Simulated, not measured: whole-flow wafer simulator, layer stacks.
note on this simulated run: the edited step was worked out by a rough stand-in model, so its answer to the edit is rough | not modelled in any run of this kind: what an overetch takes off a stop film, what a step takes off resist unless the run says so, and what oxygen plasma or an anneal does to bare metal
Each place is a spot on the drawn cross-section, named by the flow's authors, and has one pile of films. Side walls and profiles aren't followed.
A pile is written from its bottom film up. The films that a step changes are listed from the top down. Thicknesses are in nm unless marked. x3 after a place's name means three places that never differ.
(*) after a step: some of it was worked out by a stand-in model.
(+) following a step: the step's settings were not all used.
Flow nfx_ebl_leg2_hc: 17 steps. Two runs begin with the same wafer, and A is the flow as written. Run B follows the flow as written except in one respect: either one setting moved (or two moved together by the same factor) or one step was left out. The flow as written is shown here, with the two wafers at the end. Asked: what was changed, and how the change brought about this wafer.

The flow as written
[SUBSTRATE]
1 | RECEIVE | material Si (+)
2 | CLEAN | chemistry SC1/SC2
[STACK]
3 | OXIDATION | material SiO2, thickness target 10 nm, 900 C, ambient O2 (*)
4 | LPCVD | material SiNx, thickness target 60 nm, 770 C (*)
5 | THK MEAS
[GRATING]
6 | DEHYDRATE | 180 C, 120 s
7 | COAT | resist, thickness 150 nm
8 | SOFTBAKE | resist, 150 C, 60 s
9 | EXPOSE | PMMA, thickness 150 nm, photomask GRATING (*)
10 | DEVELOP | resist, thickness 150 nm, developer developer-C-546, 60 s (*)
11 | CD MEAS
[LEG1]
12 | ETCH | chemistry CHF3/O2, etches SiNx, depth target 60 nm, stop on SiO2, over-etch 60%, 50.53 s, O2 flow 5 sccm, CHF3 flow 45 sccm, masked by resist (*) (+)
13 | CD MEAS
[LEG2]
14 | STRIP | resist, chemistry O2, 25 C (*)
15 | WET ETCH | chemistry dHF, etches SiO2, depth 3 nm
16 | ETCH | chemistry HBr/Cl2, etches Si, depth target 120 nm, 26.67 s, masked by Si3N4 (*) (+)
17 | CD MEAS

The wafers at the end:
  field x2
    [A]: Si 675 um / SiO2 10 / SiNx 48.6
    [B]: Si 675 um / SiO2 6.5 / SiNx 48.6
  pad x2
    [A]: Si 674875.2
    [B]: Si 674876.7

What caused this: step 3, OXIDATION: thickness target 6.5 nm was run, while the flow as written has thickness target 10 nm.
The wafer itself shows it: field x2 has SiO2 6.5, and step 3 as written asks for 10 nm.

Step by step, how the change led to this:
  3 | OXIDATION | material SiO2, thickness target 10 nm, 900 C, ambient O2 (*)
      field x2, pad x2: A SiO2 gains 10 (new film), chemical SiO2 loses 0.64 (all of it), Si loses 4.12 | B SiO2 gains 6.5 (new film), chemical SiO2 loses 0.64 (all of it), Si loses 2.58
  12 | ETCH | chemistry CHF3/O2, etches SiNx, depth target 60 nm, stop on SiO2, over-etch 60%, 50.53 s, O2 flow 5 sccm, CHF3 flow 45 sccm, masked by resist (*) (+)
      pad x2: A SiNx loses 60 (all of it), SiO2 loses 10 (all of it) | B SiNx loses 60 (all of it), SiO2 loses 6.5 (all of it)
